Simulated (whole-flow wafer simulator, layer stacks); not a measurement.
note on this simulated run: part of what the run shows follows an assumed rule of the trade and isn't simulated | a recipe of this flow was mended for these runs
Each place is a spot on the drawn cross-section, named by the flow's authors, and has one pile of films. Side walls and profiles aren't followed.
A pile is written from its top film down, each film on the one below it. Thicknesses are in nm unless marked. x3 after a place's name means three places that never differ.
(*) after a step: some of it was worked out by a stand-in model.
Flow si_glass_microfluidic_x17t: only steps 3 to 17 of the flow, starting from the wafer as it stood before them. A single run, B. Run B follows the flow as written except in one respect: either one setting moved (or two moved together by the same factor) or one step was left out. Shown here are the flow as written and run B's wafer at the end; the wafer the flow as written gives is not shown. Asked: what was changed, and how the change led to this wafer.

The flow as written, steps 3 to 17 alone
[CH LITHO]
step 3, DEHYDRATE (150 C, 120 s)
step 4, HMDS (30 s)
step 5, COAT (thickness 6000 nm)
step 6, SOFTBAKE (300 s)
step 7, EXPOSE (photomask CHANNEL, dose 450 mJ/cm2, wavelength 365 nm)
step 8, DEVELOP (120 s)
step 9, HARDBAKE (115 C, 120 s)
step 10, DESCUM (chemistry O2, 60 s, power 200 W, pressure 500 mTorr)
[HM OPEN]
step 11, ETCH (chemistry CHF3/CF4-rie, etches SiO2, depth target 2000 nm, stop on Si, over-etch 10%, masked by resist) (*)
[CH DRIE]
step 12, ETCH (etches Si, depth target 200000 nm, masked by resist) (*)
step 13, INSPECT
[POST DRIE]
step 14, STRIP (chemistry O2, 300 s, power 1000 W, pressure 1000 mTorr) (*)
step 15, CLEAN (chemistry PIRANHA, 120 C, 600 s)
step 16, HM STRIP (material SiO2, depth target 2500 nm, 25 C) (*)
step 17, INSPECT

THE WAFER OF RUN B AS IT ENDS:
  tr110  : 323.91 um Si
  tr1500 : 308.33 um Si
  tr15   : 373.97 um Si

Cause: step 11, ETCH: depth target 2720 nm was run, whereas the flow has depth target 2000 nm.

The path from the change to this, step by step:
  step 11, ETCH (chemistry CHF3/CF4-rie, etches SiO2, depth target 2000 nm, stop on Si, over-etch 10%, masked by resist) (*)
      tr110, tr1500, tr15: -2000 SiO2 (all of it), -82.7 Si (in the flow as written it would be: -2000 SiO2 (all of it), -16.7 Si)
      land: -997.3 thick-i-line-resist (in the flow as written it would be: -733.3 thick-i-line-resist)
  step 12, ETCH (etches Si, depth target 200000 nm, masked by resist) (*)
      tr1500: -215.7 um Si (in the flow as written it would be: -215.73 um Si)
      tr15: -150.06 um Si (in the flow as written it would be: -149.99 um Si)
  step 14, STRIP (chemistry O2, 300 s, power 1000 W, pressure 1000 mTorr) (*)
      land: -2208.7 thick-i-line-resist (all of it) (in the flow as written it would be: -2472.3 thick-i-line-resist (all of it))
